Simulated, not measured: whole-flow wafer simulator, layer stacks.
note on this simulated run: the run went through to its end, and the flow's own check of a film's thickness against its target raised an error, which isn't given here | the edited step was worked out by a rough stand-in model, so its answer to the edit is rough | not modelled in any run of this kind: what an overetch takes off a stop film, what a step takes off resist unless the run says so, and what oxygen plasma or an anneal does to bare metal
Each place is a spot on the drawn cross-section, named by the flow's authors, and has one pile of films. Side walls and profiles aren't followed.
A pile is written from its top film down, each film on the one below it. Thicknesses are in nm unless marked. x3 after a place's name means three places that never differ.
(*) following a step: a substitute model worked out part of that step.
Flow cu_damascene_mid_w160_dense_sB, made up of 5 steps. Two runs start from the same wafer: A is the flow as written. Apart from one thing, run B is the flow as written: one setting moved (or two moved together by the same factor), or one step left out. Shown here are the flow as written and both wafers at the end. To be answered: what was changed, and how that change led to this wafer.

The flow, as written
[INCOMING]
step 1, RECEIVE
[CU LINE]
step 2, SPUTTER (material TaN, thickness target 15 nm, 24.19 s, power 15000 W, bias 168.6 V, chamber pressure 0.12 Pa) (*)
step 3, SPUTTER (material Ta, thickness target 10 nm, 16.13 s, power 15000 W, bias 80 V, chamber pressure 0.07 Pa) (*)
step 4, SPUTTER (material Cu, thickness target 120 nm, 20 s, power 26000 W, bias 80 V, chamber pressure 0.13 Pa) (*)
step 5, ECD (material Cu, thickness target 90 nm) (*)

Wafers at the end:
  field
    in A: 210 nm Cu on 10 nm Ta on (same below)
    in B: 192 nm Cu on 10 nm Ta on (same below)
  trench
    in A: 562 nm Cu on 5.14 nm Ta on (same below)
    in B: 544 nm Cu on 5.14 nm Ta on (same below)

Cause: step 5, ECD: thickness target 72 nm was run, whereas the flow has thickness target 90 nm.

How this came from the change, step by step:
  step 5, ECD (material Cu, thickness target 90 nm) (*)
      field: A Cu gains 90 | B Cu gains 72
      trench: A Cu gains 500 | B Cu gains 482
